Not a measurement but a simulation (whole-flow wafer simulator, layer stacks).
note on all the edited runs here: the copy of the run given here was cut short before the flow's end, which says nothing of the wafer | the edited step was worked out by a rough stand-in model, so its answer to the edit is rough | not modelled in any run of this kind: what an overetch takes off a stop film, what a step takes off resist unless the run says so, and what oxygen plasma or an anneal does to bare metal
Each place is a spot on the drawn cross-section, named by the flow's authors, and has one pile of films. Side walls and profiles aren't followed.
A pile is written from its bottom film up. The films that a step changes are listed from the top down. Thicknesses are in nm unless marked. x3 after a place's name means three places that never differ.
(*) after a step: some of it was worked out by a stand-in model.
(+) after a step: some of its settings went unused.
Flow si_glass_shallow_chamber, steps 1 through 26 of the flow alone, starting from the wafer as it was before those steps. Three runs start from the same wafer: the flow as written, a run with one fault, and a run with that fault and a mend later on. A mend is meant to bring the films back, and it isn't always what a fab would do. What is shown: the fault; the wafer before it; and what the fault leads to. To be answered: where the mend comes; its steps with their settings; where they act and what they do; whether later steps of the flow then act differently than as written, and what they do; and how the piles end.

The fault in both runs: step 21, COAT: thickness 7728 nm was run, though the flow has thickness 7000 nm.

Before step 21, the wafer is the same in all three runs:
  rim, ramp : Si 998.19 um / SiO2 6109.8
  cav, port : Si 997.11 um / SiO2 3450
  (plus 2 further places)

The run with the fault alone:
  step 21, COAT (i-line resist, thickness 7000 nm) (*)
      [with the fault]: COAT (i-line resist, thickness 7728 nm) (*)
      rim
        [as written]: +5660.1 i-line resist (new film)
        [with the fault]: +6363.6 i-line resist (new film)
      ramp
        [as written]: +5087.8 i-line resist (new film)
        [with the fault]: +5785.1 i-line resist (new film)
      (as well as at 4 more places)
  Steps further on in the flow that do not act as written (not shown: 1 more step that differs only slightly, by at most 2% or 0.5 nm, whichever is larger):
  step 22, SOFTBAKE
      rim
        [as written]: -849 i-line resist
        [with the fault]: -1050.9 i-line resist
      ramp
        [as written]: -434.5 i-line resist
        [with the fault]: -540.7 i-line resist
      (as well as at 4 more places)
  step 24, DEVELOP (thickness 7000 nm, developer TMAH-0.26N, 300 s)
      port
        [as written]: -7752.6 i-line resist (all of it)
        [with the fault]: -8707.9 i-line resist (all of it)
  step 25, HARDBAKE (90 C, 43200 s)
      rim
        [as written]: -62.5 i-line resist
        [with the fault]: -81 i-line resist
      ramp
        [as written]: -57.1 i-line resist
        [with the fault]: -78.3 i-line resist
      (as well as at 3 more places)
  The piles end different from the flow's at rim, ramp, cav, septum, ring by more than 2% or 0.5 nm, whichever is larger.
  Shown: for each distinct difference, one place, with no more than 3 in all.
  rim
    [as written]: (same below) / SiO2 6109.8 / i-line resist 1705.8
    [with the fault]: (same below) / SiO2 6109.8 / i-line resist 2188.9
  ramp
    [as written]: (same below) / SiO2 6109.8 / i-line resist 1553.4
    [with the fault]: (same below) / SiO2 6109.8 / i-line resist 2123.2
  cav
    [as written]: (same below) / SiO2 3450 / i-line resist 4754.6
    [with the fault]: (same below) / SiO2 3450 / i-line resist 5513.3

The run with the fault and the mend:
  The mend stands after step 25.
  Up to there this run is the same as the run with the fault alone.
  step 25a, STRIP (chemistry O2, 1800 s) (+)
      rim
        -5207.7 i-line resist (all of it)
      ramp
        -5142 i-line resist (all of it)
      cav
        -8532.1 i-line resist (all of it)
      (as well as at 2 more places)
  step 25b, DEHYDRATE (150 C, 120 s) (a further turn of the flow's step 19)
      leaves every film unchanged at each place that is followed
  step 25c, HMDS (90 s) (a further turn of the flow's step 20)
      leaves every film unchanged at each place that is followed
  step 25d, COAT (i-line resist, thickness 7000 nm) (*) (a further turn of the flow's step 21)
      rim
        +5660.1 i-line resist (new film)
      ramp
        +5087.8 i-line resist (new film)
      cav
        +7637.2 i-line resist (new film)
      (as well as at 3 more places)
  step 25e, SOFTBAKE (a further turn of the flow's step 22)
      rim
        -849 i-line resist
      ramp
        -434.5 i-line resist
      cav
        +373.7 i-line resist
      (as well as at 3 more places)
  step 25f, EXPOSE (photomask PORT, dose 600 mJ/cm2, wavelength 365 nm) (*) (a further turn of the flow's step 23)
      leaves every film unchanged at each place that is followed
  step 25g, DEVELOP (developer TMAH-0.26N, 300 s) (a further turn of the flow's step 24, with different settings)
      rim, ramp, cav, septum, ring
        -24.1 i-line resist
      port
        -7752.6 i-line resist (all of it)
  step 25h, HARDBAKE (90 C, 43200 s) (a further turn of the flow's step 25)
      rim
        -62.5 i-line resist
      ramp
        -57.1 i-line resist
      cav
        -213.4 i-line resist
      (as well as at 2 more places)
  Later steps of the flow that are run all act as written at every place that is followed.
  By the end, the piles equal the flow's at every place that both follow.
